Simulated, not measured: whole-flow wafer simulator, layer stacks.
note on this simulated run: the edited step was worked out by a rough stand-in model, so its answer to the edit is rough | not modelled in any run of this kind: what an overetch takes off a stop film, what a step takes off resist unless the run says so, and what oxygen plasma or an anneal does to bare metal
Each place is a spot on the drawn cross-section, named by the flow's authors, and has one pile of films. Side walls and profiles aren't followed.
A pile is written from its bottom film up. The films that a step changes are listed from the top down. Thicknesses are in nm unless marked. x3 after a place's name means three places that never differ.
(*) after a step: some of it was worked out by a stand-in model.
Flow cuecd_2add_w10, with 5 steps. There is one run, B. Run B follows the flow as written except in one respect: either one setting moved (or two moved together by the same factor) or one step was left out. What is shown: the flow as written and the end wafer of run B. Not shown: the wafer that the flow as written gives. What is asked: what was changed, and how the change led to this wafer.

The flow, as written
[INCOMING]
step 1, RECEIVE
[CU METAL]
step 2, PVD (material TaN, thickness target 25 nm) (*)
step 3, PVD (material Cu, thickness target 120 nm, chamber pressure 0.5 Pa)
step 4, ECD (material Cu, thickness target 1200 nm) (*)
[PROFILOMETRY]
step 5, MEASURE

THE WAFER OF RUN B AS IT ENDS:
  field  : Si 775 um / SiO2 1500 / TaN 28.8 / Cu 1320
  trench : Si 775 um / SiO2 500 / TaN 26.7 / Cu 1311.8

The reason: step 2, PVD: thickness target 28.8 nm was run, whereas the flow has thickness target 25 nm.
One can read it off the wafer: field has TaN 28.8, and step 2 as written asks for 25 nm.

The path from the change to this, step by step:
  step 2, PVD (material TaN, thickness target 25 nm) (*)
      field: +28.8 TaN (new film) (in the flow as written it would be: +25 TaN (new film))
      trench: +26.7 TaN (new film) (in the flow as written it would be: +23.2 TaN (new film))
